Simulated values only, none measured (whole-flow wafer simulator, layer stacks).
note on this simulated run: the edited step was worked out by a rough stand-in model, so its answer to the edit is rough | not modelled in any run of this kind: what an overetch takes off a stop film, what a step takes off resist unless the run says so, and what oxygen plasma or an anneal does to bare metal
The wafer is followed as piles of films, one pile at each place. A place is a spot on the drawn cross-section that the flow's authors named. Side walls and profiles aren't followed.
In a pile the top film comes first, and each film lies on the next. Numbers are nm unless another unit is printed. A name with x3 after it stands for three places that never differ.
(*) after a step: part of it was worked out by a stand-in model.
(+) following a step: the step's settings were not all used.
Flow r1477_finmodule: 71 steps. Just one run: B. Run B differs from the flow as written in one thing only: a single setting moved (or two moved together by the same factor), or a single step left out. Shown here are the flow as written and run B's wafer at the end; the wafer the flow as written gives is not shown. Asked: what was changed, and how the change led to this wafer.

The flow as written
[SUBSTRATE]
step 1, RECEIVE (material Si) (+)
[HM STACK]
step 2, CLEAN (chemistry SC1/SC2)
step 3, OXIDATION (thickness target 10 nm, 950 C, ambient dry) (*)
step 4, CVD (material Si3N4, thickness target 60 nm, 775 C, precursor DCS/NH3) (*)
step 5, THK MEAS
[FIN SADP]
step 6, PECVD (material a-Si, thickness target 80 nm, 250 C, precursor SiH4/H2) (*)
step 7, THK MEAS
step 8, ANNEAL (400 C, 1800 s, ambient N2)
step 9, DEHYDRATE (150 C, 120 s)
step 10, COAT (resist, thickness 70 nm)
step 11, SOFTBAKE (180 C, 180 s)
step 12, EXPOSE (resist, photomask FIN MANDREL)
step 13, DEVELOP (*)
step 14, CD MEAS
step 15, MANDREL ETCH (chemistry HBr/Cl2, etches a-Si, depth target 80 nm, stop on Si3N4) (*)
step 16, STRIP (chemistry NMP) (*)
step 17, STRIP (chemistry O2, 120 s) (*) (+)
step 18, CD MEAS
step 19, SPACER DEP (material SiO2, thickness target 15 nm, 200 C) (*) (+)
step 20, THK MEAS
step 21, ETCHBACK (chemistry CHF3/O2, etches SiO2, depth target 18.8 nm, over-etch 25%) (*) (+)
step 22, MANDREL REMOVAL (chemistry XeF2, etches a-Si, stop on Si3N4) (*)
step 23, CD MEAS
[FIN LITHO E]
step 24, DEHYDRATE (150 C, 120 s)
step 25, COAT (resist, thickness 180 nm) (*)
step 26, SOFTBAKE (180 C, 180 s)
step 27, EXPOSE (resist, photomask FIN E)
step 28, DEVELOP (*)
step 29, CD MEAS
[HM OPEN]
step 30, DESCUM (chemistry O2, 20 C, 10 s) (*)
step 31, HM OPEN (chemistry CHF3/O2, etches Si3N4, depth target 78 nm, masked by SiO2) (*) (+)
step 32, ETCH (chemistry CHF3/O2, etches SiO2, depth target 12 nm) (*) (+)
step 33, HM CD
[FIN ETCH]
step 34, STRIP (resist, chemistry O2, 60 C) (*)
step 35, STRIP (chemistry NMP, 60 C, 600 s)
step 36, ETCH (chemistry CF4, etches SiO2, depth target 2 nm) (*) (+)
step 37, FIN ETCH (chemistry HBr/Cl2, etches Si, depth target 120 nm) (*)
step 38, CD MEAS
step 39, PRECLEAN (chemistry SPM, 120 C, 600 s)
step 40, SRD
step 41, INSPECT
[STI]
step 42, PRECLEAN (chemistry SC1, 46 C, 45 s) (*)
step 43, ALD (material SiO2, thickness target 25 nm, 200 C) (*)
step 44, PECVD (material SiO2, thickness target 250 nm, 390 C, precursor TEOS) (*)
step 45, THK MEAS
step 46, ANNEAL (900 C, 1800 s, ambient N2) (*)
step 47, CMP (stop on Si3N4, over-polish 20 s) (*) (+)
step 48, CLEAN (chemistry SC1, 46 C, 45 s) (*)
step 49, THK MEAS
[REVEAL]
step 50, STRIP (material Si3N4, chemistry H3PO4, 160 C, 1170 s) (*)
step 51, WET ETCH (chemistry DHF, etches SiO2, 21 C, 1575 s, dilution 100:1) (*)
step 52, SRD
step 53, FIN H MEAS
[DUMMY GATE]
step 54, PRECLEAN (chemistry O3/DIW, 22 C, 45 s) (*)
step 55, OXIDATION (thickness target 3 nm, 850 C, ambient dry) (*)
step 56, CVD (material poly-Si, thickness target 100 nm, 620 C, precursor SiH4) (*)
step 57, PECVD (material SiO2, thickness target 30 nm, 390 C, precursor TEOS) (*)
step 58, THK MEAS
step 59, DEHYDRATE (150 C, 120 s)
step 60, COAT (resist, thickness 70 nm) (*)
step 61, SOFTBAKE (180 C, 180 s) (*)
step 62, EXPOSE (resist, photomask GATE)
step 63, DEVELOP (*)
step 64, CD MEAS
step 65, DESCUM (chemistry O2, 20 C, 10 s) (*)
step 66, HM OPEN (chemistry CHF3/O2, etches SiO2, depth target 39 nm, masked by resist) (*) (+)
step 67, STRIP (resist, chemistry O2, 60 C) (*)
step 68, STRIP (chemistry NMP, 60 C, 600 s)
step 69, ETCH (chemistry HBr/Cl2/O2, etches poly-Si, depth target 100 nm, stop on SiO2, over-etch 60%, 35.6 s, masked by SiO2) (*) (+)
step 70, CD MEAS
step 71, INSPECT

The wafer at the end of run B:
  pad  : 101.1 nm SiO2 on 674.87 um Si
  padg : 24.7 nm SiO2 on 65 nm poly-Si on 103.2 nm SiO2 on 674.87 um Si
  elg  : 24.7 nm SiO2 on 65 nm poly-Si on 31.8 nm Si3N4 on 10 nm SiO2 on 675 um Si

What caused this: step 56, CVD: thickness target 65 nm was run, while the flow as written has thickness target 100 nm.
The wafer itself shows it: padg has poly-Si 65, and step 56 as written asks for 100 nm.

Step by step, how the change led to this:
  step 56, CVD (material poly-Si, thickness target 100 nm, 620 C, precursor SiH4) (*)
      pad, padg, elg and 26 more: +65 poly-Si (new film) (in the flow as written it would be: +100 poly-Si (new film))
      s40cg, s40co: +77.8 poly-Si (new film) (in the flow as written it would be: +113.9 poly-Si (new film))
      (and at 5 other places as well)
  step 60, COAT (resist, thickness 70 nm) (*)
      s50cg, s50co: +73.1 resist (new film) (in the flow as written it would be: +71.5 resist (new film))
  step 63, DEVELOP (*)
      s50co: -73.1 resist (all of it) (in the flow as written it would be: -71.5 resist (all of it))
  step 67, STRIP (resist, chemistry O2, 60 C) (*)
      s40cg: -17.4 resist (all of it) (in the flow as written it would be: -16.5 resist (all of it))
      s45cg: -18.2 resist (all of it) (in the flow as written it would be: -16.9 resist (all of it))
      (and at 1 other place as well)
  step 69, ETCH (chemistry HBr/Cl2/O2, etches poly-Si, depth target 100 nm, stop on SiO2, over-etch 60%, 35.6 s, masked by SiO2) (*) (+)
      pad, eso, e40so and 8 more: -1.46 chemical SiO2 (all of it), -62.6 poly-Si (all of it), -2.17 SiO2 (in the flow as written it would be: -1.46 chemical SiO2 (all of it), -97.6 poly-Si (all of it), -0.42 SiO2)
      elo, e40lo, e100lo, e200lo: -1.46 chemical SiO2 (all of it), -62.6 poly-Si (all of it), -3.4 Si3N4 (in the flow as written it would be: -1.46 chemical SiO2 (all of it), -97.6 poly-Si (all of it), -0.22 Si3N4)
      (and at 3 other places as well)
